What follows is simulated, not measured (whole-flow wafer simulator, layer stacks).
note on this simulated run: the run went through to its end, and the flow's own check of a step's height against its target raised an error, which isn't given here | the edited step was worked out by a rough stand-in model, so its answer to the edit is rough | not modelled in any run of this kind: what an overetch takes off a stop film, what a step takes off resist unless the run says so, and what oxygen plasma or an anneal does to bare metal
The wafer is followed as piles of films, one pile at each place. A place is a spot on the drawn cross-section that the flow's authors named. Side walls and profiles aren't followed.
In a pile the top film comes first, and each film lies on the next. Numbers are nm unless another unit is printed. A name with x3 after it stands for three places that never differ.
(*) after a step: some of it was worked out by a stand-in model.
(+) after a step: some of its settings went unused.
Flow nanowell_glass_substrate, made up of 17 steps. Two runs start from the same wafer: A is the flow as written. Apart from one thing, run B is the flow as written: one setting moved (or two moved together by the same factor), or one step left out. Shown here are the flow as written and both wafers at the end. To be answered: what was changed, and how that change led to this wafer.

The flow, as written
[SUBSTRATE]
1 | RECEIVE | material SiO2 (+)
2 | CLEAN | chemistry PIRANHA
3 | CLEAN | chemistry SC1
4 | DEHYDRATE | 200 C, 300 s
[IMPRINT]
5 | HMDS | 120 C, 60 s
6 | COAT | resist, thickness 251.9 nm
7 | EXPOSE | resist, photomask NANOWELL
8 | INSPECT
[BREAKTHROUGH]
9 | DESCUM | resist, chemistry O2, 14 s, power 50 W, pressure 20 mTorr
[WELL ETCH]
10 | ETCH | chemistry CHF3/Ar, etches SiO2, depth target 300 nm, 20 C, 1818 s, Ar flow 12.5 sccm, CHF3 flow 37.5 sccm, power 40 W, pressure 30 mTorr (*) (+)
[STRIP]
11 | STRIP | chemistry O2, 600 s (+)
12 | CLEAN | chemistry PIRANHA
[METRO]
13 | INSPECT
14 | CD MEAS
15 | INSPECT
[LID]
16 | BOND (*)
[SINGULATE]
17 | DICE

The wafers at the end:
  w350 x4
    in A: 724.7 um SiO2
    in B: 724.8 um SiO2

The reason: step 10, ETCH: depth target 195 nm was run, while the flow as written has depth target 300 nm; step 10, ETCH: 1182 s was run, where the flow has 1818 s.

Step by step, how the change led to this:
  10 | ETCH | chemistry CHF3/Ar, etches SiO2, depth target 300 nm, 20 C, 1818 s, Ar flow 12.5 sccm, CHF3 flow 37.5 sccm, power 40 W, pressure 30 mTorr (*) (+)
      w350 x4: A SiO2 loses 300 | B SiO2 loses 195
      land: A resist loses 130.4 | B resist loses 84.8
  11 | STRIP | chemistry O2, 600 s (+)
      land: A resist loses 125.9 (all of it) | B resist loses 171.6 (all of it)
